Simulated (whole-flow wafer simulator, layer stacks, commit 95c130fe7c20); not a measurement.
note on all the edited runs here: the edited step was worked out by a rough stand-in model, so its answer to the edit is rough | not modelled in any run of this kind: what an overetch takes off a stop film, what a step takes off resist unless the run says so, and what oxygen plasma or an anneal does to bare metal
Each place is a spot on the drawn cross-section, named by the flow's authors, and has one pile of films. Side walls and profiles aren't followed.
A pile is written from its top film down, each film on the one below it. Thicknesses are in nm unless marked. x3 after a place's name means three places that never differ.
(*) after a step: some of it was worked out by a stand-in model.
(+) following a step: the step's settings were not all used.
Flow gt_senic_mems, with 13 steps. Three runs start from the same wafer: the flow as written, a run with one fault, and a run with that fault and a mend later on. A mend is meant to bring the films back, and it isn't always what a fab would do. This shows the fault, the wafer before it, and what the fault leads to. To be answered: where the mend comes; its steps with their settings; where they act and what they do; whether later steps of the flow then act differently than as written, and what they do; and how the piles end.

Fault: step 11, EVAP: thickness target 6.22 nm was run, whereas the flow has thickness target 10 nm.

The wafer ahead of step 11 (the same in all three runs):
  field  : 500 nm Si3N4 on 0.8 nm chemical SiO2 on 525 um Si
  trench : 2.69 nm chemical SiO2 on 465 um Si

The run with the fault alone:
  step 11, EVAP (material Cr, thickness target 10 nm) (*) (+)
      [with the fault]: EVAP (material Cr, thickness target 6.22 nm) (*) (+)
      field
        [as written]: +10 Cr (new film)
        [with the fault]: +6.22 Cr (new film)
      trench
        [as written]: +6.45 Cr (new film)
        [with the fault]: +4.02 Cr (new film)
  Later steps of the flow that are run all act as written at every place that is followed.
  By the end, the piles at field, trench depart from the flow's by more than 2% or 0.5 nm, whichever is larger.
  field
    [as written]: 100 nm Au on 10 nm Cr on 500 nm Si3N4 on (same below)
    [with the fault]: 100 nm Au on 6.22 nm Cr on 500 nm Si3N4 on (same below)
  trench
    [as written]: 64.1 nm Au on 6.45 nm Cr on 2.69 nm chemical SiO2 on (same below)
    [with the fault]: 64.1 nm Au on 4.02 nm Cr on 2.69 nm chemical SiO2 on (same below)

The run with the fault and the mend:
  The mend stands after step 11.
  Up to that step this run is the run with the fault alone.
  step 11a, EVAP (material Cr, thickness target 3.78 nm) (*) (+) (a further turn of the flow's step 11, with different settings)
      field
        +3.78 Cr
      trench
        +2.44 Cr
  Later steps of the flow that are run all act as written at every place that is followed.
  At the end the piles are close to the flow's at the places that both follow, differing by at most 2% or 0.5 nm, whichever is larger.
